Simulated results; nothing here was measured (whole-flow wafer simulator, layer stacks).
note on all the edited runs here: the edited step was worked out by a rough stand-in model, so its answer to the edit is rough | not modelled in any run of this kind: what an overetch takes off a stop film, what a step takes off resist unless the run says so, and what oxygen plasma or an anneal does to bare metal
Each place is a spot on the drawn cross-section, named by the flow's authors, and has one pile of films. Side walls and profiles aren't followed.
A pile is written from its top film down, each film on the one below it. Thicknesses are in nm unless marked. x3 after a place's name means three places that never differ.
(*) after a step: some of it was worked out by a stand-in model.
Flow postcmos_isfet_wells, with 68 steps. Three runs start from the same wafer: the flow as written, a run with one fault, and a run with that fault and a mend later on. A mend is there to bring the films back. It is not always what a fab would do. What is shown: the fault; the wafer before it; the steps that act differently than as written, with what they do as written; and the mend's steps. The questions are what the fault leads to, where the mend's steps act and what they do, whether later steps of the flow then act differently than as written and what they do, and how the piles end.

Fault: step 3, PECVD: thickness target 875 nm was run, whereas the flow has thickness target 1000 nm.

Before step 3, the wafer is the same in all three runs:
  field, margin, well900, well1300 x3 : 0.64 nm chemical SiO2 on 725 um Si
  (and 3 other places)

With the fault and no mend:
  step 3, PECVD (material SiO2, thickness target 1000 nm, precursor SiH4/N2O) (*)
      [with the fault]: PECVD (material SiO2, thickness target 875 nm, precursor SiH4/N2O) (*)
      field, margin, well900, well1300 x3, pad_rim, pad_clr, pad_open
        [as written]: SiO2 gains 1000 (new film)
        [with the fault]: SiO2 gains 875 (new film)
  None of the later steps of the flow acts differently than as written at any place that is followed.
  The piles end different from the flow's at field, margin, well900, well1300 x3, pad_rim, pad_clr, pad_open by more than 2% or 0.5 nm, whichever is larger.
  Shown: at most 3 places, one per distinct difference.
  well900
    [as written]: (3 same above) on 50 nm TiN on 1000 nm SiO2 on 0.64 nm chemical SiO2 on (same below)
    [with the fault]: (3 same above) on 50 nm TiN on 875 nm SiO2 on 0.64 nm chemical SiO2 on (same below)
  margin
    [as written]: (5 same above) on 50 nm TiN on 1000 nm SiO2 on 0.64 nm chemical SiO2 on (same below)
    [with the fault]: (5 same above) on 50 nm TiN on 875 nm SiO2 on 0.64 nm chemical SiO2 on (same below)
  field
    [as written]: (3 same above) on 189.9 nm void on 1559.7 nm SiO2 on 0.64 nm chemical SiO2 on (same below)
    [with the fault]: (3 same above) on 189.9 nm void on 1434.7 nm SiO2 on 0.64 nm chemical SiO2 on (same below)

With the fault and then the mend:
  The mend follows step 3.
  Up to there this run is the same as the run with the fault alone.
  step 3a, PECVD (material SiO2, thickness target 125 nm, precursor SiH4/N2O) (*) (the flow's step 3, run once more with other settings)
      field, margin, well900, well1300 x3, pad_rim, pad_clr, pad_open
        SiO2 gains 125
  None of the later steps of the flow acts differently than as written at any place that is followed.
  At every place that both follow, the piles at the end match the flow's.
